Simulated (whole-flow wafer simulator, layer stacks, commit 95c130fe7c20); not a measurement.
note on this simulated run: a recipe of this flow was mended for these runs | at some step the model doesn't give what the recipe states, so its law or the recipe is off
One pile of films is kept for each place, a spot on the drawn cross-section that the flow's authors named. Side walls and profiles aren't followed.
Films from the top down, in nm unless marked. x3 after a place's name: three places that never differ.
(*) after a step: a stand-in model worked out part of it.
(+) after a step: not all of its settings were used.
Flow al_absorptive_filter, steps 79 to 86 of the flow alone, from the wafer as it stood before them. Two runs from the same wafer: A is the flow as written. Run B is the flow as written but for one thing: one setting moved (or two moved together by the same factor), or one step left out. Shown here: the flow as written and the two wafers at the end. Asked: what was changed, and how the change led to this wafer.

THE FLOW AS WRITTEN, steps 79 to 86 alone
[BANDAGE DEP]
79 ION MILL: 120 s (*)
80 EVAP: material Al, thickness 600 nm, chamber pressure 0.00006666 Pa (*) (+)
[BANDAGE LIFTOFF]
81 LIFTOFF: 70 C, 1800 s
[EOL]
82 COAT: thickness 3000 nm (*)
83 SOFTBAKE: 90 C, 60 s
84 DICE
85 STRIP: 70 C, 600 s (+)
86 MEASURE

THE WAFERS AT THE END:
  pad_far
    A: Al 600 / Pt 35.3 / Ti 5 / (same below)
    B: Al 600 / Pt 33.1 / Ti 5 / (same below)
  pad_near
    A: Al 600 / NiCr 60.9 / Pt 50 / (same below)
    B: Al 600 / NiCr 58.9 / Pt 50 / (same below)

The cause: step 79, ION MILL: 138 s was run, where the flow has 120 s.

How the change led to this, step by step:
  79 ION MILL: 120 s (*)
      gnd, ledge, res and 9 more: A i-line-resist -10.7 | B i-line-resist -12.3
      pad_far: A Pt -14.7 | B Pt -16.9
      (and at 1 more place)
